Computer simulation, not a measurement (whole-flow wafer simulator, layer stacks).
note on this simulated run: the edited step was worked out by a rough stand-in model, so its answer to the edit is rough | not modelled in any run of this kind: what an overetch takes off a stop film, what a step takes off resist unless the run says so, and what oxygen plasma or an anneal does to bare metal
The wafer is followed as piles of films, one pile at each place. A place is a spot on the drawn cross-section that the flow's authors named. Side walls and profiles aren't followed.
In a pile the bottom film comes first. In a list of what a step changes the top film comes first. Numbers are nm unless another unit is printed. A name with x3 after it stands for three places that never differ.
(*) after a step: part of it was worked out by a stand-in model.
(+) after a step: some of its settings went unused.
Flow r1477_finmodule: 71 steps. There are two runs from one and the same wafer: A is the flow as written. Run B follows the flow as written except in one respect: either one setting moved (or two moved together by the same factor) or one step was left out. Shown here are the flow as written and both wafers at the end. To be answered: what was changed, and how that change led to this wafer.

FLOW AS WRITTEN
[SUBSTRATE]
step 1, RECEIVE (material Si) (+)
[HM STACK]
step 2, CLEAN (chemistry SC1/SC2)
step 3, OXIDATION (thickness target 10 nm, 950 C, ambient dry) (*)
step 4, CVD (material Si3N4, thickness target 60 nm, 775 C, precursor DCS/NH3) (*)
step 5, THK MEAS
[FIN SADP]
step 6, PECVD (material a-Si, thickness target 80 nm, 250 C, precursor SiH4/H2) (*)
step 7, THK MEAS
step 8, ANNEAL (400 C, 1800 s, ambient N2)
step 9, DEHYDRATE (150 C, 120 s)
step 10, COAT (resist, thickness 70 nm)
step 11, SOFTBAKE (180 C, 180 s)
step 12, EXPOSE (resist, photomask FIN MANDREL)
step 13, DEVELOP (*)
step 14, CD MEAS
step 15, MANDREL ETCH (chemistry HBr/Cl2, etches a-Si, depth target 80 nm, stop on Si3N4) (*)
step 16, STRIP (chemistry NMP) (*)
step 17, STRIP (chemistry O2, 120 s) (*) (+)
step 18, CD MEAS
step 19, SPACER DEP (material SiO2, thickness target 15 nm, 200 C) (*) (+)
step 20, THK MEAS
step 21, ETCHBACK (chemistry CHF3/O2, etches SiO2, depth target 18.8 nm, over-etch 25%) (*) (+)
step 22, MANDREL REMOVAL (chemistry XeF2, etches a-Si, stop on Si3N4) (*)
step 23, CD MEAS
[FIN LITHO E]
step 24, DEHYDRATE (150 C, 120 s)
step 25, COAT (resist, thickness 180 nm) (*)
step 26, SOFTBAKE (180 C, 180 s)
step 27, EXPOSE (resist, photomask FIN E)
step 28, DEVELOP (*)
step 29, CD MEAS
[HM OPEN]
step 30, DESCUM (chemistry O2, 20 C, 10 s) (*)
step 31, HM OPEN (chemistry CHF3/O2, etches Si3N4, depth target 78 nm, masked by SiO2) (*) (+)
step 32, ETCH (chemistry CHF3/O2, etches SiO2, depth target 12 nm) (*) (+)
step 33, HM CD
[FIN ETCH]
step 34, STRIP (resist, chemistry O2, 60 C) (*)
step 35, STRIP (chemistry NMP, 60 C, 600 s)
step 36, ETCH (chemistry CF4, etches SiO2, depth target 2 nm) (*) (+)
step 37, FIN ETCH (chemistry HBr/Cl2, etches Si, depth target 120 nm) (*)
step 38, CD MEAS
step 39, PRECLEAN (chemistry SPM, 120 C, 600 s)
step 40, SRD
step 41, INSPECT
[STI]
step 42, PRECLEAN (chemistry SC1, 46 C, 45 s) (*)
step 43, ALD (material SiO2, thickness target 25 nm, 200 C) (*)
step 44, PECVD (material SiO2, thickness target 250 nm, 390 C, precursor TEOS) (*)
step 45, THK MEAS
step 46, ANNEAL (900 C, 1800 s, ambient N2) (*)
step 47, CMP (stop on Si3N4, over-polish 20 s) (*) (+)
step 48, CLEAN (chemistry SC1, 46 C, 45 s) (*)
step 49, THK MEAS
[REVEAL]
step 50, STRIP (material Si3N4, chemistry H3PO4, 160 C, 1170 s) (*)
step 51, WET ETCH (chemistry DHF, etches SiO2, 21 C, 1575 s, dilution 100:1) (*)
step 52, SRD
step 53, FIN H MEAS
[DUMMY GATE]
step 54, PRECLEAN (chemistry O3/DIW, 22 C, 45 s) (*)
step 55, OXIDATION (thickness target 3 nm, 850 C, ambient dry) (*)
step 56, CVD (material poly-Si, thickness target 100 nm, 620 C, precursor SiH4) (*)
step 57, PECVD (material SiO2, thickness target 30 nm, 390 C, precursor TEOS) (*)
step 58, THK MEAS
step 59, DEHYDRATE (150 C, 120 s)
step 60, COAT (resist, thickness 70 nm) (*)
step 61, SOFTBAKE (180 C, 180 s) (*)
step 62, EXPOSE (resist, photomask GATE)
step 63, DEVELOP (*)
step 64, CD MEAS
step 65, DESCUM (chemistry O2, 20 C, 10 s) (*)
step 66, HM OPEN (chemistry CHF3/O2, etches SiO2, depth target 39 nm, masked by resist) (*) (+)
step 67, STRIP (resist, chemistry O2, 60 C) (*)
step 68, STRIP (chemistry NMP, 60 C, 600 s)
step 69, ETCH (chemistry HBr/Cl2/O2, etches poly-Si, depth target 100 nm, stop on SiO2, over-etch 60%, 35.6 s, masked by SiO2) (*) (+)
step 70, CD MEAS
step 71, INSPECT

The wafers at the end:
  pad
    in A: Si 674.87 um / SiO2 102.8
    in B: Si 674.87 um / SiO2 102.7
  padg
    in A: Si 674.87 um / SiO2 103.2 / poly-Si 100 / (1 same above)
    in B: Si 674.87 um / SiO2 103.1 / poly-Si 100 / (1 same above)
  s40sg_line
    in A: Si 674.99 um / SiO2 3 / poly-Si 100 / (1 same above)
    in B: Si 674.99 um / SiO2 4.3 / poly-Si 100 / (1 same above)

Cause: step 55, OXIDATION: thickness target 4.3 nm was run, though the flow has thickness target 3 nm.
One can read it off the wafer: s40sg_line has SiO2 4.3, and step 55 as written asks for 3 nm.

How this came from the change, step by step:
  step 55, OXIDATION (thickness target 3 nm, 850 C, ambient dry) (*)
      s40sg_line, s45sg_line, s50sg_line, s40so_line, s45so_line, s50so_line: A +3 SiO2 (new film), -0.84 chemical SiO2 (all of it), -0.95 Si | B +4.3 SiO2 (new film), -0.84 chemical SiO2 (all of it), -1.52 Si
